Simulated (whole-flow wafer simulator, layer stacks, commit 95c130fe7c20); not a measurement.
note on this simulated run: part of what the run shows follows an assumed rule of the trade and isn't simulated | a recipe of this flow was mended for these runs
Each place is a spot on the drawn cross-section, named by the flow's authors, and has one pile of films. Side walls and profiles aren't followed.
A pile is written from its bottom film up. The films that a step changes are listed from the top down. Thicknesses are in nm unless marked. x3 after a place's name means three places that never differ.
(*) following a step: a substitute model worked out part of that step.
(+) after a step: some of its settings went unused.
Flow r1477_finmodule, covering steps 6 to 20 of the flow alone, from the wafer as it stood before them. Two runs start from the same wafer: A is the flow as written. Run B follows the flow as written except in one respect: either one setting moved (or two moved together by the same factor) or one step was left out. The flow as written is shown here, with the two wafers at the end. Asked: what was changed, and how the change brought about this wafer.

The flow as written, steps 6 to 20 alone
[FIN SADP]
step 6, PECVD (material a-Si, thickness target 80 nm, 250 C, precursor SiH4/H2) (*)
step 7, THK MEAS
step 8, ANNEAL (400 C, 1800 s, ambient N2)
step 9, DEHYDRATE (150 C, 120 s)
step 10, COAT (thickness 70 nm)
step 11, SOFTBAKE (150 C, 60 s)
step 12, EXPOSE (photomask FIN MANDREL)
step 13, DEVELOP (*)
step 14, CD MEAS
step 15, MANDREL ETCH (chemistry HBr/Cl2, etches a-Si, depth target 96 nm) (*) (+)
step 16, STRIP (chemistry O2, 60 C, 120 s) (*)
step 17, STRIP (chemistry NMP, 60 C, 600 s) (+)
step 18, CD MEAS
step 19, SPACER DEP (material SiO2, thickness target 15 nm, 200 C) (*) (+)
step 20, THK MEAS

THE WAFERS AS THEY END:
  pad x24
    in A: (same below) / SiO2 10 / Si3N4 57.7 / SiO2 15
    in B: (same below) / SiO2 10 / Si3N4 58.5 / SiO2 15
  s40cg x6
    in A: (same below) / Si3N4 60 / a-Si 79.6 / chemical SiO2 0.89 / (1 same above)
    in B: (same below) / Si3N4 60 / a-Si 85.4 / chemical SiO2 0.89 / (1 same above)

What caused this: step 6, PECVD: thickness target 85.8 nm was run, whereas the flow has thickness target 80 nm.

Step by step, how the change led to this:
  step 6, PECVD (material a-Si, thickness target 80 nm, 250 C, precursor SiH4/H2) (*)
      pad x24, s40cg x6, s40sg_line x6: A a-Si gains 80 (new film) | B a-Si gains 85.8 (new film)
  step 15, MANDREL ETCH (chemistry HBr/Cl2, etches a-Si, depth target 96 nm) (*) (+)
      pad x24, s40sg_line x6: A a-Si loses 80 (all of it), Si3N4 loses 2.29 | B a-Si loses 85.8 (all of it), Si3N4 loses 1.46
